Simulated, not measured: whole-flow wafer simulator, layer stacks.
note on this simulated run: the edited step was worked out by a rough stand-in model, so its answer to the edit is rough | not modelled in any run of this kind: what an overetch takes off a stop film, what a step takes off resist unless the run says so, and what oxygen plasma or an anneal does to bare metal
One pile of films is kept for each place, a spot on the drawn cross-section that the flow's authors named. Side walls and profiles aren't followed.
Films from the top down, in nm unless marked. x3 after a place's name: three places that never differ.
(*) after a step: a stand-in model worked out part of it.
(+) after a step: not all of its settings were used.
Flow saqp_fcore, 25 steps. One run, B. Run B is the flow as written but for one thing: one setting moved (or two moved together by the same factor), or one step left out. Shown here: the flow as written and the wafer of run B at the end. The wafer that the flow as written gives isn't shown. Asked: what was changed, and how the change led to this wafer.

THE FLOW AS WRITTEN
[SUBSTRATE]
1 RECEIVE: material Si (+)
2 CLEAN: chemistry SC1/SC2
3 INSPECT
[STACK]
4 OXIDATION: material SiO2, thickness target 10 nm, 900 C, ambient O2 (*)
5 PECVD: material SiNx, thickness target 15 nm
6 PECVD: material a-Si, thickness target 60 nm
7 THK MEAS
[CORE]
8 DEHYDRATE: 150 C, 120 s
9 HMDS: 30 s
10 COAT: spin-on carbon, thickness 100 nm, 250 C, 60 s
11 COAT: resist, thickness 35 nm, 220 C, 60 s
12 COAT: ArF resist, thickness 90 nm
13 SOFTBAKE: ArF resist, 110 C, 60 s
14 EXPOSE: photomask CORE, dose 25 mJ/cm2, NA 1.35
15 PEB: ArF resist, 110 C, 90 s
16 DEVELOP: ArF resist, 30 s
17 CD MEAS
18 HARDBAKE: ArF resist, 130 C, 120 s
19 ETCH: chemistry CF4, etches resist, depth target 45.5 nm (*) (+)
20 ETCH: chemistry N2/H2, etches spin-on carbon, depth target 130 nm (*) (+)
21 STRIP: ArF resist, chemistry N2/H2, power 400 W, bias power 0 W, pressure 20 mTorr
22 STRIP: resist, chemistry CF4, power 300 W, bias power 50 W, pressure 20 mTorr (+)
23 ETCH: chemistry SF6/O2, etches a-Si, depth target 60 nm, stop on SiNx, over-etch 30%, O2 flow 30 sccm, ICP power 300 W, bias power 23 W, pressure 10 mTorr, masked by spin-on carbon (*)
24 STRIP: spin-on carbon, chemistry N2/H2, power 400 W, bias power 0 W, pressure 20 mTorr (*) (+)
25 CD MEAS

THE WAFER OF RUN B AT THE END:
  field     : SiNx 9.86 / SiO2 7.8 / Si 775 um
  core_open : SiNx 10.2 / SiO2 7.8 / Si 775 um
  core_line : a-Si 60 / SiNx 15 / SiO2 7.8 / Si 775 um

The cause: step 4, OXIDATION: thickness target 7.8 nm was run, where the flow has thickness target 10 nm.
It can be read off the wafer: field has SiO2 7.8, and step 4 as written asks for 10 nm.

How the change led to this, step by step:
  4 OXIDATION: material SiO2, thickness target 10 nm, 900 C, ambient O2 (*)
      field, core_open, core_line: SiO2 +7.8 (new film), chemical SiO2 -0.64 (all of it), Si -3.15 (as written it would be: SiO2 +10 (new film), chemical SiO2 -0.64 (all of it), Si -4.12)
